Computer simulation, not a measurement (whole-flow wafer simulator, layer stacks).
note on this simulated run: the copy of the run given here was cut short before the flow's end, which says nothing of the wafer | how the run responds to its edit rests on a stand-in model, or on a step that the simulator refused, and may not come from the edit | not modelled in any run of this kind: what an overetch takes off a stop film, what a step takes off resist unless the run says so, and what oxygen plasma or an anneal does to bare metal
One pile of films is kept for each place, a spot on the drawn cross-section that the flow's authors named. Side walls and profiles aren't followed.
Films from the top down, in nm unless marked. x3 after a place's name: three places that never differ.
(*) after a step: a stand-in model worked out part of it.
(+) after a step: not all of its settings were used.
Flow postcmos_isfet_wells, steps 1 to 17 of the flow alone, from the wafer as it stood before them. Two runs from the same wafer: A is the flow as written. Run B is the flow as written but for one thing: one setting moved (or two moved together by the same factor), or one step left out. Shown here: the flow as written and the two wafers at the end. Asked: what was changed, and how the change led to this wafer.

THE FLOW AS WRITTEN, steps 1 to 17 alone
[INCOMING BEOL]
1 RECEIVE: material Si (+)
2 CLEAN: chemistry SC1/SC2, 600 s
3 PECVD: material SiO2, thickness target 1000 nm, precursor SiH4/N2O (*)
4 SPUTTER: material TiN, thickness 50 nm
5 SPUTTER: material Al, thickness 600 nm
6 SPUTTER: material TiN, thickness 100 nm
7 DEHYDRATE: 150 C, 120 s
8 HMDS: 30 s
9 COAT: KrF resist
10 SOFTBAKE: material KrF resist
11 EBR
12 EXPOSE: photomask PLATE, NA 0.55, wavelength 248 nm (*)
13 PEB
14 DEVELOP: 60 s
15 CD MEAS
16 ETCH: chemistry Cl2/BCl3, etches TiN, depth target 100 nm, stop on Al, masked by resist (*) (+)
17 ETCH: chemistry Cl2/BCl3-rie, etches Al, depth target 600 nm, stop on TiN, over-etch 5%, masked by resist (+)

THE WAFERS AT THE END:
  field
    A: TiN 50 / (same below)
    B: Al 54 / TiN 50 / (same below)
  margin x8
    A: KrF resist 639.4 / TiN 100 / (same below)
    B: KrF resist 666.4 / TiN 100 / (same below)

The cause: step 17, ETCH: depth target 546 nm was run, where the flow has depth target 600 nm.

How the change led to this, step by step:
  17 ETCH: chemistry Cl2/BCl3-rie, etches Al, depth target 600 nm, stop on TiN, over-etch 5%, masked by resist (+)
      field: A Al -600 (all of it) | B Al -546
      margin x8: A KrF resist -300 | B KrF resist -273
